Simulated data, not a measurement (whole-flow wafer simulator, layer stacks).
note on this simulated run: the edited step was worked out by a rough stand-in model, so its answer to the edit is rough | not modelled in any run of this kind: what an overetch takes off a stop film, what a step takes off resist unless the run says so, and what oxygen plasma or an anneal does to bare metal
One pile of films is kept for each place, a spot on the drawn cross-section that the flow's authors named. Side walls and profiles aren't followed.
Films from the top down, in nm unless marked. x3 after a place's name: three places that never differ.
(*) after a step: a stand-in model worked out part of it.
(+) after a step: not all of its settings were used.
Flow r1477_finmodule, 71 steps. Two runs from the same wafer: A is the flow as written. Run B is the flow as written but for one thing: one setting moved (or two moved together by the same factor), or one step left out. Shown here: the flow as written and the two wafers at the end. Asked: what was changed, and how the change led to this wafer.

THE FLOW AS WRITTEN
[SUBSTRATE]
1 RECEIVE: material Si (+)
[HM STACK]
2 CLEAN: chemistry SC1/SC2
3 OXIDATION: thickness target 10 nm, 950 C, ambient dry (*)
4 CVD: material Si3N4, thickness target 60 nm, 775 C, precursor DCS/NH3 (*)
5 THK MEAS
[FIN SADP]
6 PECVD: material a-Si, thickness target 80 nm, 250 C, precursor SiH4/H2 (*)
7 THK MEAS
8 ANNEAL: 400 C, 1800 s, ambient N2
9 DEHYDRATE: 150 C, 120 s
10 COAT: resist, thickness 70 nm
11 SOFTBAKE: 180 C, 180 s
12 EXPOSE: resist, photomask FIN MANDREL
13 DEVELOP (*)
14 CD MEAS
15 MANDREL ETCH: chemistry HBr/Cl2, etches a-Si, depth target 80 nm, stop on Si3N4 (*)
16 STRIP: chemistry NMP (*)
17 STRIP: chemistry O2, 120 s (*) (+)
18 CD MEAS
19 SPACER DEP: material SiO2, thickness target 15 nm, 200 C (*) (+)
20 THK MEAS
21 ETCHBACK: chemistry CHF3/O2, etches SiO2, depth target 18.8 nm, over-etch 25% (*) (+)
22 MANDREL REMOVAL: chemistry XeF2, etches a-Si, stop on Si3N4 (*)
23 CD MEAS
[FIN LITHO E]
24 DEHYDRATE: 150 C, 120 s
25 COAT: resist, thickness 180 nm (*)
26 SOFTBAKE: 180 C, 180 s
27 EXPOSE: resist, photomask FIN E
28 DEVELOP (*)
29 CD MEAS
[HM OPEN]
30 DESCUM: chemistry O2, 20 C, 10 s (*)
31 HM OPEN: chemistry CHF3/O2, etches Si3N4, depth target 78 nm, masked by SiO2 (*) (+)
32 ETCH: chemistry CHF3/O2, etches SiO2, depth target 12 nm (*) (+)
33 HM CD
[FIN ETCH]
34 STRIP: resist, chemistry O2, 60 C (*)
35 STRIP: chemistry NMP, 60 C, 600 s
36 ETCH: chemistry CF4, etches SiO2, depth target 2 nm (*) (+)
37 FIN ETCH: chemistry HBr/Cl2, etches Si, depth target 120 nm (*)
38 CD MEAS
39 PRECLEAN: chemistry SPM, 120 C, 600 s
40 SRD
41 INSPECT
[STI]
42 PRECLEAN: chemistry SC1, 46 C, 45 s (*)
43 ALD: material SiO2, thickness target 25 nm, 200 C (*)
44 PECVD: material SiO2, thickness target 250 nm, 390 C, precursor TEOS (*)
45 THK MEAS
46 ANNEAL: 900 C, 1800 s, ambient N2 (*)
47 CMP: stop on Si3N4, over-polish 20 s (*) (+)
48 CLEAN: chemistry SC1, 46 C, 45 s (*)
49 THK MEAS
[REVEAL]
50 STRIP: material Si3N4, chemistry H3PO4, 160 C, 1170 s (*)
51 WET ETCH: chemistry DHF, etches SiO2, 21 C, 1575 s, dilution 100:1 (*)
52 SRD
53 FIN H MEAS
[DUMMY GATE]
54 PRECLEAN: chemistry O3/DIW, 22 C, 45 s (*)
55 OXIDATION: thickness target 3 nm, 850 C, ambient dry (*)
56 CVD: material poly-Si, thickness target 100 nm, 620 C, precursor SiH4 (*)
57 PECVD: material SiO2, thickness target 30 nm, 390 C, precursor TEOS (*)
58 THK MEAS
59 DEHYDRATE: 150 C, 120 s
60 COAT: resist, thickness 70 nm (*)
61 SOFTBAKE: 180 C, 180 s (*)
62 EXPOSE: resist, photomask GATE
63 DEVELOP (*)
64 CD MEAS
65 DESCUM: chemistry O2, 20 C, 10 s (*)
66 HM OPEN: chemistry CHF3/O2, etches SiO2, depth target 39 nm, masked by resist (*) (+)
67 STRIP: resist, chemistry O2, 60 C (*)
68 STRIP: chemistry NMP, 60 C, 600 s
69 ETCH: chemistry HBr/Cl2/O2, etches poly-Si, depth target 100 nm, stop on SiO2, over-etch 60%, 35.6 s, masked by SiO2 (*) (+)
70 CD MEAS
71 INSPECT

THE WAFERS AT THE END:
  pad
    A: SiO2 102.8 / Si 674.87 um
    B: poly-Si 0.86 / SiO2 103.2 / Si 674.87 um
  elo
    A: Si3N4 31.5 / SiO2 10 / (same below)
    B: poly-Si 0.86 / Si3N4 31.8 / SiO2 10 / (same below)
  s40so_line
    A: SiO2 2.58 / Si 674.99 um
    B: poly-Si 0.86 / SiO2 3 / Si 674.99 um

The cause: step 56, CVD: thickness target 163.3 nm was run, where the flow has thickness target 100 nm.

How the change led to this, step by step:
  56 CVD: material poly-Si, thickness target 100 nm, 620 C, precursor SiH4 (*)
      pad, padg, elg and 26 more: A poly-Si +100 (new film) | B poly-Si +163.3 (new film)
      s40cg, s40co: A poly-Si +113.9 (new film) | B poly-Si +178 (new film)
      (and at 5 more places)
  67 STRIP: resist, chemistry O2, 60 C (*)
      s40cg: A resist -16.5 (all of it) | B resist -15.8 (all of it)
      s45cg: A resist -16.9 (all of it) | B resist -16.1 (all of it)
      (and at 1 more place)
  69 ETCH: chemistry HBr/Cl2/O2, etches poly-Si, depth target 100 nm, stop on SiO2, over-etch 60%, 35.6 s, masked by SiO2 (*) (+)
      pad, eso, e40so and 8 more: A chemical SiO2 -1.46 (all of it), poly-Si -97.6 (all of it), SiO2 -0.42 | B chemical SiO2 -1.46 (all of it), poly-Si -160
      elo, e40lo, e100lo, e200lo: A chemical SiO2 -1.46 (all of it), poly-Si -97.6 (all of it), Si3N4 -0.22 | B chemical SiO2 -1.46 (all of it), poly-Si -160
      (and at 3 more places)
